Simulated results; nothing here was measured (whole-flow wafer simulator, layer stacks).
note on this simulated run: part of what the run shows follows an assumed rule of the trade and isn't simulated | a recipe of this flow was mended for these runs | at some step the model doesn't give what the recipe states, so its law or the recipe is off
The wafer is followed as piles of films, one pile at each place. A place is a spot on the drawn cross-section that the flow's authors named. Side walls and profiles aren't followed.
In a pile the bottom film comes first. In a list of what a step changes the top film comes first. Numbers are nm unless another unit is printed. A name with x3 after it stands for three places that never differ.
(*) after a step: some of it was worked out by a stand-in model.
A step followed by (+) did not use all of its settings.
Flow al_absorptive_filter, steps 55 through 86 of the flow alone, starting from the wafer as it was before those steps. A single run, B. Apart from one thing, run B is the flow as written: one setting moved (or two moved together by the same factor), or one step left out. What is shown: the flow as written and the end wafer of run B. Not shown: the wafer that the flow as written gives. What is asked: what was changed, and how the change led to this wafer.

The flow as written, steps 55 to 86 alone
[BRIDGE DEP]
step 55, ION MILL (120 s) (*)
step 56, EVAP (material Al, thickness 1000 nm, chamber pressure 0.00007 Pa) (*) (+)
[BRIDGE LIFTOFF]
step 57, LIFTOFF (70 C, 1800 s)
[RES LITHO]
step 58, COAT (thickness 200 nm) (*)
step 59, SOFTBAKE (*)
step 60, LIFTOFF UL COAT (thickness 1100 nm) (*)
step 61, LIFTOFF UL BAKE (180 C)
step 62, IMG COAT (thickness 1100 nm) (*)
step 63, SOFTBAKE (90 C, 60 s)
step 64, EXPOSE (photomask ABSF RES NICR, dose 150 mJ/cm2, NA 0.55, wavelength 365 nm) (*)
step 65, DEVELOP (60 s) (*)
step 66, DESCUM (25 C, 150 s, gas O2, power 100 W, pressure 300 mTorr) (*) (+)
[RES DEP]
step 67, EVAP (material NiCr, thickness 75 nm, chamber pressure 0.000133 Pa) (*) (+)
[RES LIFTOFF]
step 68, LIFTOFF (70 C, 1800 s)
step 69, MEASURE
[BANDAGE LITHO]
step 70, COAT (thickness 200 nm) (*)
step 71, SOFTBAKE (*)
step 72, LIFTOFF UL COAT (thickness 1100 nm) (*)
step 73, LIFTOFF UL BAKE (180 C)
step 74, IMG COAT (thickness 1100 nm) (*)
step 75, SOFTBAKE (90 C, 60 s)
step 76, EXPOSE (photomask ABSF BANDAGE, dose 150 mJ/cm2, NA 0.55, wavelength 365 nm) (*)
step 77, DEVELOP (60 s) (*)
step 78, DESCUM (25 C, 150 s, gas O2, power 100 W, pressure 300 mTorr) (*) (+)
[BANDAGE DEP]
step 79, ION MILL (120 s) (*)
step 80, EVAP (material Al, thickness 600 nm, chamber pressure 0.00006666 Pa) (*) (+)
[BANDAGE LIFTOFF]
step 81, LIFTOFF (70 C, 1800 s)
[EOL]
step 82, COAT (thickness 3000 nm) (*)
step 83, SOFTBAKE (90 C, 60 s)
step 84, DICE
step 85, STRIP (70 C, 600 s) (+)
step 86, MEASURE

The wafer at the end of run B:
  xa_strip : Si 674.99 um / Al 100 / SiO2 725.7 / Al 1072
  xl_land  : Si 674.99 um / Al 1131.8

What caused this: step 56, EVAP: thickness 1072 nm was run, though the flow has thickness 1000 nm.
The wafer itself shows it: xa_strip has Al 1072, and step 56 as written asks for 1000 nm.

How this came from the change, step by step:
  step 56, EVAP (material Al, thickness 1000 nm, chamber pressure 0.00007 Pa) (*) (+)
      gnd, pad_far, pad_near and 10 more: +1072 Al (new film) (it would be, as written: +1000 Al (new film))
      xl_land: +1072 Al (it would be, as written: +1000 Al)
  step 57, LIFTOFF (70 C, 1800 s)
      gnd, xa_field, idc_field: -1072 Al (all of it), -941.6 i-line-resist (all of it), -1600 lift-off-underlayer (all of it), -200 acrylic-e-beam-resist (all of it) (it would be, as written: -1000 Al (all of it), -941.6 i-line-resist (all of it), -1600 lift-off-underlayer (all of it), -200 acrylic-e-beam-resist (all of it))
      pad_far: -1072 Al (all of it), -940.5 i-line-resist (all of it), -1591.1 lift-off-underlayer (all of it), -198.5 acrylic-e-beam-resist (all of it) (it would be, as written: -1000 Al (all of it), -940.5 i-line-resist (all of it), -1591.1 lift-off-underlayer (all of it), -198.5 acrylic-e-beam-resist (all of it))
      (and at 6 other places as well)
  step 58, COAT (thickness 200 nm) (*)
      xa_margin: +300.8 acrylic-e-beam-resist (new film) (it would be, as written: +288.1 acrylic-e-beam-resist (new film))
      xa_strip: +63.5 acrylic-e-beam-resist (new film) (it would be, as written: +66.9 acrylic-e-beam-resist (new film))
  step 60, LIFTOFF UL COAT (thickness 1100 nm) (*)
      xa_margin: +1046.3 lift-off-underlayer (new film) (it would be, as written: +1021 lift-off-underlayer (new film))
      xa_strip: +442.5 lift-off-underlayer (new film) (it would be, as written: +459.8 lift-off-underlayer (new film))
  step 62, IMG COAT (thickness 1100 nm) (*)
      xa_margin: +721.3 i-line-resist (new film) (it would be, as written: +741.1 i-line-resist (new film))
      xa_strip: +549 i-line-resist (new film) (it would be, as written: +577.9 i-line-resist (new film))
  step 68, LIFTOFF (70 C, 1800 s)
      xa_margin: -75 NiCr (all of it), -578.1 i-line-resist (all of it), -1046.3 lift-off-underlayer (all of it), -300.8 acrylic-e-beam-resist (all of it) (it would be, as written: -75 NiCr (all of it), -598.1 i-line-resist (all of it), -1021 lift-off-underlayer (all of it), -288.1 acrylic-e-beam-resist (all of it))
      xa_strip: -75 NiCr (all of it), -404.6 i-line-resist (all of it), -442.5 lift-off-underlayer (all of it), -63.5 acrylic-e-beam-resist (all of it) (it would be, as written: -75 NiCr (all of it), -433.3 i-line-resist (all of it), -459.8 lift-off-underlayer (all of it), -66.9 acrylic-e-beam-resist (all of it))
  step 70, COAT (thickness 200 nm) (*)
      xa_margin: +300.8 acrylic-e-beam-resist (new film) (it would be, as written: +288.1 acrylic-e-beam-resist (new film))
      xa_strip: +63.5 acrylic-e-beam-resist (new film) (it would be, as written: +66.9 acrylic-e-beam-resist (new film))
  step 72, LIFTOFF UL COAT (thickness 1100 nm) (*)
      xa_margin: +1046.3 lift-off-underlayer (new film) (it would be, as written: +1021 lift-off-underlayer (new film))
      xa_strip: +442.5 lift-off-underlayer (new film) (it would be, as written: +459.8 lift-off-underlayer (new film))
  step 74, IMG COAT (thickness 1100 nm) (*)
      xa_margin: +721.3 i-line-resist (new film) (it would be, as written: +741.1 i-line-resist (new film))
      xa_strip: +549 i-line-resist (new film) (it would be, as written: +577.9 i-line-resist (new film))
  step 81, LIFTOFF (70 C, 1800 s)
      xa_margin: -600 Al (all of it), -584.5 i-line-resist (all of it), -1046.3 lift-off-underlayer (all of it), -300.8 acrylic-e-beam-resist (all of it) (it would be, as written: -600 Al (all of it), -604.4 i-line-resist (all of it), -1021 lift-off-underlayer (all of it), -288.1 acrylic-e-beam-resist (all of it))
      xa_strip: -600 Al (all of it), -410.9 i-line-resist (all of it), -442.5 lift-off-underlayer (all of it), -63.5 acrylic-e-beam-resist (all of it) (it would be, as written: -600 Al (all of it), -439.6 i-line-resist (all of it), -459.8 lift-off-underlayer (all of it), -66.9 acrylic-e-beam-resist (all of it))
  step 82, COAT (thickness 3000 nm) (*)
      xa_strip: +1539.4 i-line-resist (new film) (it would be, as written: +1594.3 i-line-resist (new film))
  step 83, SOFTBAKE (90 C, 60 s)
      xa_margin: -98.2 i-line-resist (it would be, as written: -94.2 i-line-resist)
      xa_strip: -122.5 i-line-resist (it would be, as written: -117.3 i-line-resist)
  step 85, STRIP (70 C, 600 s) (+)
      xa_strip: -1416.9 i-line-resist (all of it) (it would be, as written: -1477 i-line-resist (all of it))
